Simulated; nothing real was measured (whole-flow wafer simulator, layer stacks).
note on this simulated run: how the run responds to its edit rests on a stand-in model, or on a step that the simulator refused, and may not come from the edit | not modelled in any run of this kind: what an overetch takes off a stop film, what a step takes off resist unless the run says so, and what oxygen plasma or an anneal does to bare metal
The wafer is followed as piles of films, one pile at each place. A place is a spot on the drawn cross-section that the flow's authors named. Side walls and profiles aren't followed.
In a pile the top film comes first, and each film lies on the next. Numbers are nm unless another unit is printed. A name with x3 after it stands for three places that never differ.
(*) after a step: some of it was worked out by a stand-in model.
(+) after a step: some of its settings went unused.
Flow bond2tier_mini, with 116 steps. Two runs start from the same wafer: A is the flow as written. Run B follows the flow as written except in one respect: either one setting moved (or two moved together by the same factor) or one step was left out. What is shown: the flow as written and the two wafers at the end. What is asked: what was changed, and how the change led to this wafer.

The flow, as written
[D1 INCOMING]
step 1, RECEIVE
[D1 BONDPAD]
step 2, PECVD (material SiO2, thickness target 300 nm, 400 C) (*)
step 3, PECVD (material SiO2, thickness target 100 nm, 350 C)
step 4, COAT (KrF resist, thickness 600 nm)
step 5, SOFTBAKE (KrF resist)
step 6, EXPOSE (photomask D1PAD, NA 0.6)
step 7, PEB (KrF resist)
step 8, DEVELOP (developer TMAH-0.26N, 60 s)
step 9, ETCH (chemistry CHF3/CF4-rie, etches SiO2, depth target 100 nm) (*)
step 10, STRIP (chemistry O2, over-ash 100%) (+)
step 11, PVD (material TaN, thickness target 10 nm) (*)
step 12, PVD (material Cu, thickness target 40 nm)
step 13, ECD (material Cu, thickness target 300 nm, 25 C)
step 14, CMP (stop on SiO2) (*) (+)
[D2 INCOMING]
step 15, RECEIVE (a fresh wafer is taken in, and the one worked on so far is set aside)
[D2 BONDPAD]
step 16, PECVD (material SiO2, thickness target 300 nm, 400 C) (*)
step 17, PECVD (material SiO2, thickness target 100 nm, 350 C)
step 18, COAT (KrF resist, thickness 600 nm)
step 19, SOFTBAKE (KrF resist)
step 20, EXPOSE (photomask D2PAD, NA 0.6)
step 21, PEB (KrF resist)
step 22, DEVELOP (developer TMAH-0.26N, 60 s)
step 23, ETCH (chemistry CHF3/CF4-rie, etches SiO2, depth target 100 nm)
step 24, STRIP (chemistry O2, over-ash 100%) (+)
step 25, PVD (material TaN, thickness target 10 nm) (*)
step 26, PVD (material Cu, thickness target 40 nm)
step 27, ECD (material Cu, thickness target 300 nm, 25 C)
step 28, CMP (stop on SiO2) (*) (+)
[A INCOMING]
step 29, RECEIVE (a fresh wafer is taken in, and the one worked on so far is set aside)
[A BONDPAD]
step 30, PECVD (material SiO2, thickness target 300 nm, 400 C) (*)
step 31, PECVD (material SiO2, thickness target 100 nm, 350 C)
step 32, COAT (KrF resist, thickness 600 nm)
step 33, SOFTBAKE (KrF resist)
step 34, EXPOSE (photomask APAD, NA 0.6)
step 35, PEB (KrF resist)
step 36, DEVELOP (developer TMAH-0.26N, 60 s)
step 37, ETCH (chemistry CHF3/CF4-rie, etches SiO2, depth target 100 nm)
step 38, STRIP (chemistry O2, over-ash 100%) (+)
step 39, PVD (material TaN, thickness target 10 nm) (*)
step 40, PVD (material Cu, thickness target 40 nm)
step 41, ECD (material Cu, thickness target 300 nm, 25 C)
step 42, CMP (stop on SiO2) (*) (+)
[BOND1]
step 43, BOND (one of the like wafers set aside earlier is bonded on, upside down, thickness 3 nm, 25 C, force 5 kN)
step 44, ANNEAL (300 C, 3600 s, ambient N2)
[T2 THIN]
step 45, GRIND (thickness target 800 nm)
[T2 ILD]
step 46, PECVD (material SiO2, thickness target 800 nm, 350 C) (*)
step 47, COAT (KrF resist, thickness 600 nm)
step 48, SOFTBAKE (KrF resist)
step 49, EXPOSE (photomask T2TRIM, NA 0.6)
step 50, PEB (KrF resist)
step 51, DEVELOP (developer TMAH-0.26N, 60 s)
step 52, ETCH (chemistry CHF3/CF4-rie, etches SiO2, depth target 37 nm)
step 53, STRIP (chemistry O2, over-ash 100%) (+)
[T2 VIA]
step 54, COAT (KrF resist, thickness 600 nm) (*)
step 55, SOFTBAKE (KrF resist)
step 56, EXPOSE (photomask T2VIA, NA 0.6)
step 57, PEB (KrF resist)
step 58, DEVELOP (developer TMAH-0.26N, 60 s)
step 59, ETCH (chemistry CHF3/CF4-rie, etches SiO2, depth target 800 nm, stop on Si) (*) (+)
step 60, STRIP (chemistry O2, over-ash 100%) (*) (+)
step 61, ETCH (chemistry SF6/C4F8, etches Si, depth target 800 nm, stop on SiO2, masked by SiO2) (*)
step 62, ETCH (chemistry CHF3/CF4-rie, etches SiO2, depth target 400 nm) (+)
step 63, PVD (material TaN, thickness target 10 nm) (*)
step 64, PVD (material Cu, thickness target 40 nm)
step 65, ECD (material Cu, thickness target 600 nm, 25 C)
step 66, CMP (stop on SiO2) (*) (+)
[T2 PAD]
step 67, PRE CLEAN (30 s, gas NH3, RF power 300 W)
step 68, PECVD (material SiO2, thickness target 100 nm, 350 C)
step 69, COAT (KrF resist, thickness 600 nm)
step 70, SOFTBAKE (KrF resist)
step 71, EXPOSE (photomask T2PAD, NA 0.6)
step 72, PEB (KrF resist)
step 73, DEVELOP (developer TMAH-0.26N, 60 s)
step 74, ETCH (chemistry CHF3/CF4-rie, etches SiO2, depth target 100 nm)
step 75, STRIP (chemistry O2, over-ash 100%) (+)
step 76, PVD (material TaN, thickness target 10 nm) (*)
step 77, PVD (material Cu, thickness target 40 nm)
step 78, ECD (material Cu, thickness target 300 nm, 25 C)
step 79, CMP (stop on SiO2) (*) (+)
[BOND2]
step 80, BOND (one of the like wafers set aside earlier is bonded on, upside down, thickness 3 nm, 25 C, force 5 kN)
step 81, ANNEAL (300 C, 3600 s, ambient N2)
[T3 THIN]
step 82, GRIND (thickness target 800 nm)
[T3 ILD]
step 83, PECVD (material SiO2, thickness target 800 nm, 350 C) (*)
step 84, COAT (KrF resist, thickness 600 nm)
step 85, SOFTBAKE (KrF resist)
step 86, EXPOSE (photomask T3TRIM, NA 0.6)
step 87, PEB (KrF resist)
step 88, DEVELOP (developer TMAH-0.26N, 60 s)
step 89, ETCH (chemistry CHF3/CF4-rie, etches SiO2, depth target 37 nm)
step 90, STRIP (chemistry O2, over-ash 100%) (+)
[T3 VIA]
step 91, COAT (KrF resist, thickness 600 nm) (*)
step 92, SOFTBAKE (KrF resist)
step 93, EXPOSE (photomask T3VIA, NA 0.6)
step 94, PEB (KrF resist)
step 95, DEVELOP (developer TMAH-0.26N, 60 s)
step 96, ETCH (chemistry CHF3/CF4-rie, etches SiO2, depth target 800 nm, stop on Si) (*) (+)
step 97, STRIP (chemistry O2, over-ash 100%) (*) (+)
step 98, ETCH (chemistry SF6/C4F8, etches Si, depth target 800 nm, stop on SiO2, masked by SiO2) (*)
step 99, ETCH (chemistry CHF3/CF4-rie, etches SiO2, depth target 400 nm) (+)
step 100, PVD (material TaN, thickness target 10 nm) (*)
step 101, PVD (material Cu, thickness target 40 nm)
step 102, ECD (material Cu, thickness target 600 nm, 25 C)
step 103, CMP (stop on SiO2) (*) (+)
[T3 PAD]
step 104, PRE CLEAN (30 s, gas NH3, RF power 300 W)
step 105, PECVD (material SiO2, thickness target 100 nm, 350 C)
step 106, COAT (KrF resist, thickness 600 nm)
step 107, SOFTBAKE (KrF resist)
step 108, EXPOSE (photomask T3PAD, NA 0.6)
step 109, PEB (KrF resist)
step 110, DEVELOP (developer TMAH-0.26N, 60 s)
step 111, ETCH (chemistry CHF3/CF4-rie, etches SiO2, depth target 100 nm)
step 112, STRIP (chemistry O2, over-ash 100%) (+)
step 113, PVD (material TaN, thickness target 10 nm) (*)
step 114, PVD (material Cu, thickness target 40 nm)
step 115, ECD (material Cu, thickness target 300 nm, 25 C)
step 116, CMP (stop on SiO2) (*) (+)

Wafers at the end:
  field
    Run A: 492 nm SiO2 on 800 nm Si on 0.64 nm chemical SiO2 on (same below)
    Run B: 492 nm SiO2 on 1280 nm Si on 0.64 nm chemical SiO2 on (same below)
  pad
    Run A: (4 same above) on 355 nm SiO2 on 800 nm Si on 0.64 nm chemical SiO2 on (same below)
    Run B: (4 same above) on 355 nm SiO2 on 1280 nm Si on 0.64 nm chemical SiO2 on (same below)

What caused this: step 82, GRIND: thickness target 1280 nm was run, whereas the flow has thickness target 800 nm.
One can read it off the wafer: field has Si 1280, and step 82 as written asks for 800 nm.

How this came from the change, step by step:
  step 82, GRIND (thickness target 800 nm)
      field, pad: A -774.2 um Si | B -773.72 um Si
